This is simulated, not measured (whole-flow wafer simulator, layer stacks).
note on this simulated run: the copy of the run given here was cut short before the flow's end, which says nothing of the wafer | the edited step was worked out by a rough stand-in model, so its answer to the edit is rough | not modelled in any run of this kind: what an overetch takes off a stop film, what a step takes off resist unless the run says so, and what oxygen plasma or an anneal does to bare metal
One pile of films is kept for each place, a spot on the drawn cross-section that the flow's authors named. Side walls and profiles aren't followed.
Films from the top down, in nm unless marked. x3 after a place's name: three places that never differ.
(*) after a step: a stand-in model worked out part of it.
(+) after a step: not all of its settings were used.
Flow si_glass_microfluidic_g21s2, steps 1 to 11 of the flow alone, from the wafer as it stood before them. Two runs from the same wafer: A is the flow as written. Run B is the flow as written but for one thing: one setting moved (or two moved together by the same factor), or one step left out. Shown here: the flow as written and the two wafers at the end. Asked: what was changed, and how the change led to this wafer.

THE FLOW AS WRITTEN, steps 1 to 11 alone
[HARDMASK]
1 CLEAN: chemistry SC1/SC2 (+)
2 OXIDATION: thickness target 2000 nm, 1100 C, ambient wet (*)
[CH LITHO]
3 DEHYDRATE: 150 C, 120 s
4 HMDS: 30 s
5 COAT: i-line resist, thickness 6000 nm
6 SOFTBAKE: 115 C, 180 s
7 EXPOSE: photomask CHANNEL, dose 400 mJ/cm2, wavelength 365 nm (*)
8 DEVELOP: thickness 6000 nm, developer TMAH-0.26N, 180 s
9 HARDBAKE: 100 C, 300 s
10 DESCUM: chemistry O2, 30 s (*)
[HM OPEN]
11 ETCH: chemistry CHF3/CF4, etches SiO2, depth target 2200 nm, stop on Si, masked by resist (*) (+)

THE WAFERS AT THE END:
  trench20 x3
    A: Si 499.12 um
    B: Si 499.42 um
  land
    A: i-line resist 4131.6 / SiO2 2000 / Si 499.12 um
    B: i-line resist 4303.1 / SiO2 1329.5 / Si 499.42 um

The cause: step 2, OXIDATION: 990 C was run, where the flow has 1100 C.

How the change led to this, step by step:
  2 OXIDATION: thickness target 2000 nm, 1100 C, ambient wet (*)
      land, trench20 x3: A SiO2 +2000 (new film), chemical SiO2 -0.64 (all of it), Si -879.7 | B SiO2 +1329.5 (new film), chemical SiO2 -0.64 (all of it), Si -584.7
  11 ETCH: chemistry CHF3/CF4, etches SiO2, depth target 2200 nm, stop on Si, masked by resist (*) (+)
      trench20 x3: A SiO2 -2000 (all of it) | B SiO2 -1329.5 (all of it)
      land: A i-line resist -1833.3 | B i-line resist -1661.9
